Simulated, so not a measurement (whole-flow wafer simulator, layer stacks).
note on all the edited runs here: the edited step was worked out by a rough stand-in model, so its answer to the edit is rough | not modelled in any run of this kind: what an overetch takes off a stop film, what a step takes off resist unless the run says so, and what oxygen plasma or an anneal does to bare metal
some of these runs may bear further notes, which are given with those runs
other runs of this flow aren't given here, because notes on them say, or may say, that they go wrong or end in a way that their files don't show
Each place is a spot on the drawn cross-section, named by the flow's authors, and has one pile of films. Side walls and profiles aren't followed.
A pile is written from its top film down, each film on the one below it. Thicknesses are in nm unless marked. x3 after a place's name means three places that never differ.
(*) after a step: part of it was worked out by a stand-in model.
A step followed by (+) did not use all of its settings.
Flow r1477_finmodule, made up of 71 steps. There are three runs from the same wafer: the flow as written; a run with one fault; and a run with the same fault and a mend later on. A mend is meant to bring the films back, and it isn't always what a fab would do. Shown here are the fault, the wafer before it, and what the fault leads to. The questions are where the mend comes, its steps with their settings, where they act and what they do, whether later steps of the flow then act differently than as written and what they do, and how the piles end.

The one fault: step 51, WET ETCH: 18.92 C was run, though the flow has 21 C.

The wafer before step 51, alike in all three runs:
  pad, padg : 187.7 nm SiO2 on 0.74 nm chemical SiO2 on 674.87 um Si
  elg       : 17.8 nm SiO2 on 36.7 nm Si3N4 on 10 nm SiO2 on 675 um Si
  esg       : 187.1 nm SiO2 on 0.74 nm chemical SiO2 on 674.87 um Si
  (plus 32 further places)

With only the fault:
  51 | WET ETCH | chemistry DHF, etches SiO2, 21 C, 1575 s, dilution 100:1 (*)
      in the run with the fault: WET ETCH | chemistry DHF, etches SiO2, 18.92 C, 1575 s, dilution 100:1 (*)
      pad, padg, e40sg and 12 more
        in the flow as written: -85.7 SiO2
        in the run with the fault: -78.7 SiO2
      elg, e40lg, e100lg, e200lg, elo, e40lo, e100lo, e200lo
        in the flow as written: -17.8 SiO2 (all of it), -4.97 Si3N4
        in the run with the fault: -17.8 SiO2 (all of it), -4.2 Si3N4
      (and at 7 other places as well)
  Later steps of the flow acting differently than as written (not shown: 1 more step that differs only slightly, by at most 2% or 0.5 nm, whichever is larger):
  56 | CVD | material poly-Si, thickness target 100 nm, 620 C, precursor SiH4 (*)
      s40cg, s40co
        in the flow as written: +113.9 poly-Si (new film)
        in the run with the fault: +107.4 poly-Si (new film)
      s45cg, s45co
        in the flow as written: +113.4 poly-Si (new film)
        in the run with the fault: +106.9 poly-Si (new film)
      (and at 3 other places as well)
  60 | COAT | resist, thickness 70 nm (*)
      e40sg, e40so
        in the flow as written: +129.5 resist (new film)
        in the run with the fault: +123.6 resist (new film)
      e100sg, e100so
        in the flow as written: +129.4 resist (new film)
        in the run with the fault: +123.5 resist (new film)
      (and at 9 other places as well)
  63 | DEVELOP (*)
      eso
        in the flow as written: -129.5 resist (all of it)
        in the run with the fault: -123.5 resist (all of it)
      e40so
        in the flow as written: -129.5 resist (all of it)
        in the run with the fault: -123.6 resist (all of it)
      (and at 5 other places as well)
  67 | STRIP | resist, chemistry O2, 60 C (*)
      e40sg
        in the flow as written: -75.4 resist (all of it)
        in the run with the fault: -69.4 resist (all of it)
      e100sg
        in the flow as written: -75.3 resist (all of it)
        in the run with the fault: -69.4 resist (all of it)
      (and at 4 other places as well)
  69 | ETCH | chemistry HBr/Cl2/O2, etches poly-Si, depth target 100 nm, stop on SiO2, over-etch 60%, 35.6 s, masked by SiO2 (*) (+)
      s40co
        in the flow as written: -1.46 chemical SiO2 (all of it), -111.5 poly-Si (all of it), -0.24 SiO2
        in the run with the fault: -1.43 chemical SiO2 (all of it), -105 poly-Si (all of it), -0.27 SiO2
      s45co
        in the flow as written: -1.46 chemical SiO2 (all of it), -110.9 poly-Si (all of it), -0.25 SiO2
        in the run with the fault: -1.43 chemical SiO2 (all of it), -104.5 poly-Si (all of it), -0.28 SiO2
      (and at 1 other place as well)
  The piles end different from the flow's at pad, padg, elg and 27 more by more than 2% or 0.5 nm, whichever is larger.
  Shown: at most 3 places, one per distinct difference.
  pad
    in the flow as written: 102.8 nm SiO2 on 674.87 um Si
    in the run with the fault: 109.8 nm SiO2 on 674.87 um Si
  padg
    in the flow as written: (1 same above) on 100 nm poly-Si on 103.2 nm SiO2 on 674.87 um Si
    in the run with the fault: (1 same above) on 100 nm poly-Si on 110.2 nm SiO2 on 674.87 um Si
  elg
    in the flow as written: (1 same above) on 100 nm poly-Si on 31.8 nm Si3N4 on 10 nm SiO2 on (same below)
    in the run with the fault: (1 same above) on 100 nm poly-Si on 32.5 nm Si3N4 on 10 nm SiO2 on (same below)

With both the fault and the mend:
  The mend stands after step 51.
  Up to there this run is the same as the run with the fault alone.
  51a | WET ETCH | chemistry DHF, etches SiO2, 21 C, 126.7 s, dilution 100:1 (*) (the flow's step 51 again, with other settings)
      pad, padg, e40sg and 12 more
        -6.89 SiO2
      elg, e40lg, e100lg, e200lg, elo, e40lo, e100lo, e200lo
        -0.6 Si3N4
      esg, s40cg, s45cg, s50cg, s40co, s45co, s50co
        -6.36 SiO2
  None of the later steps of the flow differs from how it acts as written, at any place that is followed, by more than 2% or 0.5 nm, whichever is larger.
  The piles end only slightly different from the flow's at the places that both follow, by no more than 2% or 0.5 nm, whichever is larger.
